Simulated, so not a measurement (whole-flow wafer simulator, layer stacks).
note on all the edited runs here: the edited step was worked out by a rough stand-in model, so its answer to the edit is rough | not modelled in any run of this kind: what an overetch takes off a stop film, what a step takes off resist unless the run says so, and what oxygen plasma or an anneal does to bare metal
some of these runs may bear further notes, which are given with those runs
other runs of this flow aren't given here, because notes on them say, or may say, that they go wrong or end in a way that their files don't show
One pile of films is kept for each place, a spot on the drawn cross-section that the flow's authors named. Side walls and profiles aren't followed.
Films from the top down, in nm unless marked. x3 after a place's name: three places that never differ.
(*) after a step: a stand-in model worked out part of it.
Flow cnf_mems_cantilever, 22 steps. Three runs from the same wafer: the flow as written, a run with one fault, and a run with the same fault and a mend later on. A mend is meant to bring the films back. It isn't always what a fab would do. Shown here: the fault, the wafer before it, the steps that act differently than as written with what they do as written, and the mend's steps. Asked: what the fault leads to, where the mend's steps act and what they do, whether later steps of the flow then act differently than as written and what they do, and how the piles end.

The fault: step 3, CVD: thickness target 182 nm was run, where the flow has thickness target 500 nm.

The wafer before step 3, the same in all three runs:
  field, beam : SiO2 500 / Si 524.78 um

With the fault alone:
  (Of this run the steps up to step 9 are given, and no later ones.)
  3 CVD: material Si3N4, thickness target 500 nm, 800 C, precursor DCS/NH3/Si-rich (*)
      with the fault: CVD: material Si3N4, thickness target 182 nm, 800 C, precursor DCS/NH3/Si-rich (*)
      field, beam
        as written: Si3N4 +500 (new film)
        with the fault: Si3N4 +182 (new film)
  No later step of the flow up to step 9 acts differently than as written at any place that is followed.
  After step 9 the piles differ from the flow's by more than 2% or 0.5 nm, whichever is larger, at field, beam.
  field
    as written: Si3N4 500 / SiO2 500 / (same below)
    with the fault: Si3N4 182 / SiO2 500 / (same below)
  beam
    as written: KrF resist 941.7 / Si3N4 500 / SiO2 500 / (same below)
    with the fault: KrF resist 941.7 / Si3N4 182 / SiO2 500 / (same below)

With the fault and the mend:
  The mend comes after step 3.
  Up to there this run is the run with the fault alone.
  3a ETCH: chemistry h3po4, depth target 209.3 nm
      field, beam
        Si3N4 -182 (all of it)
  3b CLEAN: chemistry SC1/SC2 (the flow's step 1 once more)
      changes no film at any place that is followed
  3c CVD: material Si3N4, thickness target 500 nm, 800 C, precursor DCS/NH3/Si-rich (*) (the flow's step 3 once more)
      field, beam
        Si3N4 +500 (new film)
  No later step of the flow acts differently than as written at any place that is followed.
  At the end the piles are the same as the flow's at every place that both follow.
